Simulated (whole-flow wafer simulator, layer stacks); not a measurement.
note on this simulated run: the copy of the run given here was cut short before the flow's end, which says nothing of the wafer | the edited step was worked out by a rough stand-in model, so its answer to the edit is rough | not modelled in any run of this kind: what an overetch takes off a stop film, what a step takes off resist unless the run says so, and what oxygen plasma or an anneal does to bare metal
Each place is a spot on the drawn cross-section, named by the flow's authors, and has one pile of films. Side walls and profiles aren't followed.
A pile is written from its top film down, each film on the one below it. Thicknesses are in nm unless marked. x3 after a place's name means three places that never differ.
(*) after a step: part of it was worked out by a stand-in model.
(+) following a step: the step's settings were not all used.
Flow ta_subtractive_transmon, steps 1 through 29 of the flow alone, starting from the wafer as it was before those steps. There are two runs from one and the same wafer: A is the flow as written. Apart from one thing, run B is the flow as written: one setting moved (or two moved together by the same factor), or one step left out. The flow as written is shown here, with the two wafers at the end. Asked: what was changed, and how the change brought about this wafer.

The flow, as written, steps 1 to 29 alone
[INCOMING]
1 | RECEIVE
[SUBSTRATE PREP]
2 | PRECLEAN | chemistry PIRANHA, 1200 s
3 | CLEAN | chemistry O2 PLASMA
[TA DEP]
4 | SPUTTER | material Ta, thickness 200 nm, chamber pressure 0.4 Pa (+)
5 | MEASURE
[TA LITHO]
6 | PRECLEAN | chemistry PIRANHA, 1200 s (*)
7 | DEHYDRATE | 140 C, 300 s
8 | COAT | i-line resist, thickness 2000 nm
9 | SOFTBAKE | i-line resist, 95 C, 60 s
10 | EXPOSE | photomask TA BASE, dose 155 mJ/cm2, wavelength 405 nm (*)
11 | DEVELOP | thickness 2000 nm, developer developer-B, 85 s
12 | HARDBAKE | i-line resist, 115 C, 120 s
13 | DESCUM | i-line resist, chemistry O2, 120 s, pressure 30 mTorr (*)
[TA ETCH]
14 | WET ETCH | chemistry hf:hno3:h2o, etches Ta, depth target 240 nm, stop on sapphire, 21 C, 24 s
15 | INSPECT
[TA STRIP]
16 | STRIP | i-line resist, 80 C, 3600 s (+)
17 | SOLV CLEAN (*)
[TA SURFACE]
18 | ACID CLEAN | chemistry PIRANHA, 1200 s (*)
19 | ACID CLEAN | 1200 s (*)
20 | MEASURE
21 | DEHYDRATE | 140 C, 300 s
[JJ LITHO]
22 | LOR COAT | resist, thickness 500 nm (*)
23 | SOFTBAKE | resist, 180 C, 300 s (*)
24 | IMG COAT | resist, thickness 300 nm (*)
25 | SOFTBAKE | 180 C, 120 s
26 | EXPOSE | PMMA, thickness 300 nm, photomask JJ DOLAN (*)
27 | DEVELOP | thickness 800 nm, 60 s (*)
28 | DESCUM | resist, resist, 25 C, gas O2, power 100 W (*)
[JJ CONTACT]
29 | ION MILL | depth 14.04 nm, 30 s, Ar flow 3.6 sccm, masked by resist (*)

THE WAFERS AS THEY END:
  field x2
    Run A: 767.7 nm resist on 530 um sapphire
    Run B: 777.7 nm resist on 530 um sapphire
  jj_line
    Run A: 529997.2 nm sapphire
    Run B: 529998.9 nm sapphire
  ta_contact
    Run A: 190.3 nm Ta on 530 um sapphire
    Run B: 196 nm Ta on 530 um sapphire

What caused this: step 29, ION MILL: depth 5.615 nm was run, though the flow has depth 14.04 nm; step 29, ION MILL: 12 s was run, where the flow has 30 s.

The path from the change to this, step by step:
  29 | ION MILL | depth 14.04 nm, 30 s, Ar flow 3.6 sccm, masked by resist (*)
      field x2, ta_pad: A -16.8 resist | B -6.71 resist
      jj_line, lead: A -2.8 sapphire | B -1.12 sapphire
      (and at 1 other place as well)
